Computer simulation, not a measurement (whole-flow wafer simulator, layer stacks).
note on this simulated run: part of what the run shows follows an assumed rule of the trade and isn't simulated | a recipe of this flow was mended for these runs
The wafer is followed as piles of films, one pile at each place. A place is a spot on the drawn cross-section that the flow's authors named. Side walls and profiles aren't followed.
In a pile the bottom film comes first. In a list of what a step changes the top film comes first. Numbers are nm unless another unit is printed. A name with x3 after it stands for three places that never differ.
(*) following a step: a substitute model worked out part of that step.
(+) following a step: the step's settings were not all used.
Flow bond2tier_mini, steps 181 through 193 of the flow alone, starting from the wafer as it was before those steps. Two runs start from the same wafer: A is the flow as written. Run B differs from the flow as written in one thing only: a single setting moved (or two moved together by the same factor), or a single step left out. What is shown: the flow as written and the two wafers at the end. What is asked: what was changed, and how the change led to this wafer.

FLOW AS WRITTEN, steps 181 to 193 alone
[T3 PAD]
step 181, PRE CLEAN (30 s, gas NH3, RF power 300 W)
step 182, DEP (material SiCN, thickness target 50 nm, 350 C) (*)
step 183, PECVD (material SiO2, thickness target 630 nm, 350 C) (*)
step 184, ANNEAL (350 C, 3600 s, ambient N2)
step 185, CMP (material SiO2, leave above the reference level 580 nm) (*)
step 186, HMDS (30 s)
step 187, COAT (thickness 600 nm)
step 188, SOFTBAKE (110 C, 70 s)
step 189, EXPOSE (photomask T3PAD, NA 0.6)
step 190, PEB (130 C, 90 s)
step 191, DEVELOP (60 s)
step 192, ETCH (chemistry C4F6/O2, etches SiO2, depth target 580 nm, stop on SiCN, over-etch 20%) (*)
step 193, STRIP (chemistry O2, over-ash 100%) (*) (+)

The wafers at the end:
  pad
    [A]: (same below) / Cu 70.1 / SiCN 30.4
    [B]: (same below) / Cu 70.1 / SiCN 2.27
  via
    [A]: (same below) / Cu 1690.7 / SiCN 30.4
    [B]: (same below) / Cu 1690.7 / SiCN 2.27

The reason: step 192, ETCH: depth target 719.2 nm was run, whereas the flow has depth target 580 nm.

How this came from the change, step by step:
  step 192, ETCH (chemistry C4F6/O2, etches SiO2, depth target 580 nm, stop on SiCN, over-etch 20%) (*)
      pad, via: A SiO2 loses 580 (all of it), SiCN loses 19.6 | B SiO2 loses 580 (all of it), SiCN loses 47.7
      field: A thick-KrF-resist loses 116 | B thick-KrF-resist loses 143.8
  step 193, STRIP (chemistry O2, over-ash 100%) (*) (+)
      field: A thick-KrF-resist loses 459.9 (all of it) | B thick-KrF-resist loses 432.1 (all of it)
